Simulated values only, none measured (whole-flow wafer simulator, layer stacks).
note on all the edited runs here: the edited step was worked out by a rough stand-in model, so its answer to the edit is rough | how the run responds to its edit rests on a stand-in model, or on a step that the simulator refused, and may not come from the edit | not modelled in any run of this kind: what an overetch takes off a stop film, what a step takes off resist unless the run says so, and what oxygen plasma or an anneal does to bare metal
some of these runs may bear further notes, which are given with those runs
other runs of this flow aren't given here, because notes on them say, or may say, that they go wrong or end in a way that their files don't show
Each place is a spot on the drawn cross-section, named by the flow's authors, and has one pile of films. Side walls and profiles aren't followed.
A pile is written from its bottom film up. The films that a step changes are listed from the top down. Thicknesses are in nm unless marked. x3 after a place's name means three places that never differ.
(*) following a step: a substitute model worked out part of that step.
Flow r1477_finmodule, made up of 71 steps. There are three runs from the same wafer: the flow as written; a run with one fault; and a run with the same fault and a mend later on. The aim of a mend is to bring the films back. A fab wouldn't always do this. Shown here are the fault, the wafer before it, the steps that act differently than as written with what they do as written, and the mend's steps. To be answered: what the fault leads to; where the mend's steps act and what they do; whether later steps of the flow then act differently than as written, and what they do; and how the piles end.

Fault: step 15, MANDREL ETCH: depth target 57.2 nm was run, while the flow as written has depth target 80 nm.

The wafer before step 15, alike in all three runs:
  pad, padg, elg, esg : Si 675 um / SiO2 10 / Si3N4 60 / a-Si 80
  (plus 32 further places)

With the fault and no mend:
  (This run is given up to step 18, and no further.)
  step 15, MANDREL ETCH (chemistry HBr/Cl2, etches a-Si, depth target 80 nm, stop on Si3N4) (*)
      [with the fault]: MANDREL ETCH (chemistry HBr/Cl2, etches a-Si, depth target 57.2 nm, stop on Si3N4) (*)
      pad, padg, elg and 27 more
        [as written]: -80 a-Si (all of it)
        [with the fault]: -57.2 a-Si
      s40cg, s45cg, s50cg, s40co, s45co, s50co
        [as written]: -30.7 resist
        [with the fault]: -21.9 resist
  Steps later in the flow that act otherwise than as written:
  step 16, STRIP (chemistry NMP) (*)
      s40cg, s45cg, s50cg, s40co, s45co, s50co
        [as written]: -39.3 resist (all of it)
        [with the fault]: -48.1 resist (all of it)
  The piles after step 18 differ from the flow's at pad, padg, elg and 27 more by more than 2% or 0.5 nm, whichever is larger.
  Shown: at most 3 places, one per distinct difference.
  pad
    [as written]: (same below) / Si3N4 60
    [with the fault]: (same below) / Si3N4 60 / a-Si 22.8

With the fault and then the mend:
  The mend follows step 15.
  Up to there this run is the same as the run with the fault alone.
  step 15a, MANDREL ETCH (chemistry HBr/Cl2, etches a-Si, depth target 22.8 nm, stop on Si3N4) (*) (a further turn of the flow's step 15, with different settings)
      pad, padg, elg and 27 more
        -22.8 a-Si (all of it)
      s40cg, s45cg, s50cg, s40co, s45co, s50co
        -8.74 resist
  None of the later steps of the flow acts differently than as written at any place that is followed.
  The piles end the same as the flow's at every place that both follow.
